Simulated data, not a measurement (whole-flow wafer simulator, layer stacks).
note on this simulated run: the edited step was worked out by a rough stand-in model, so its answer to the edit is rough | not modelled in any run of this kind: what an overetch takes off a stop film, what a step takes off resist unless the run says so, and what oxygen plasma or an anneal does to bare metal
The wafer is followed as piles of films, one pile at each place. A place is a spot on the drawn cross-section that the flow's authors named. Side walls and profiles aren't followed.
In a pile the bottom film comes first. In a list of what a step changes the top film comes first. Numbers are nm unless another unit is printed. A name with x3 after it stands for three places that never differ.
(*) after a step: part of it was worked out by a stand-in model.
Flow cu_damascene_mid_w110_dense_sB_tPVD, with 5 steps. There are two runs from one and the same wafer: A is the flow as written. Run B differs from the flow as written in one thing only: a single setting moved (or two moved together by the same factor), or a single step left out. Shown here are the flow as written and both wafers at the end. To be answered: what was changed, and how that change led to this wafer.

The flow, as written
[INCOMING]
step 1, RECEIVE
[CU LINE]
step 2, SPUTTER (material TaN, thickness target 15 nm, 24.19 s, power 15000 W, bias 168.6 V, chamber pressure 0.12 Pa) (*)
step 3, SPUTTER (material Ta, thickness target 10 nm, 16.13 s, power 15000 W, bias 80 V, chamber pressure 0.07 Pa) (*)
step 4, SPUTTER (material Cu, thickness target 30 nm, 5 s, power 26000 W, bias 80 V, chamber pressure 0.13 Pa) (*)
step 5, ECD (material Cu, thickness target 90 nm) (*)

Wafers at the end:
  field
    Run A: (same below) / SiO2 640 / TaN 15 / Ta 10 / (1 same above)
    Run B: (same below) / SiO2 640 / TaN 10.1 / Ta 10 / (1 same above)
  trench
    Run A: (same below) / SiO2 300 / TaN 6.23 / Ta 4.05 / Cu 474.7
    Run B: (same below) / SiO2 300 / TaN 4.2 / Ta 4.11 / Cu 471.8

Cause: step 2, SPUTTER: power 10120 W was run, though the flow has power 15000 W.

The path from the change to this, step by step:
  step 2, SPUTTER (material TaN, thickness target 15 nm, 24.19 s, power 15000 W, bias 168.6 V, chamber pressure 0.12 Pa) (*)
      field: A +15 TaN (new film) | B +10.1 TaN (new film)
      trench: A +6.23 TaN (new film) | B +4.2 TaN (new film)
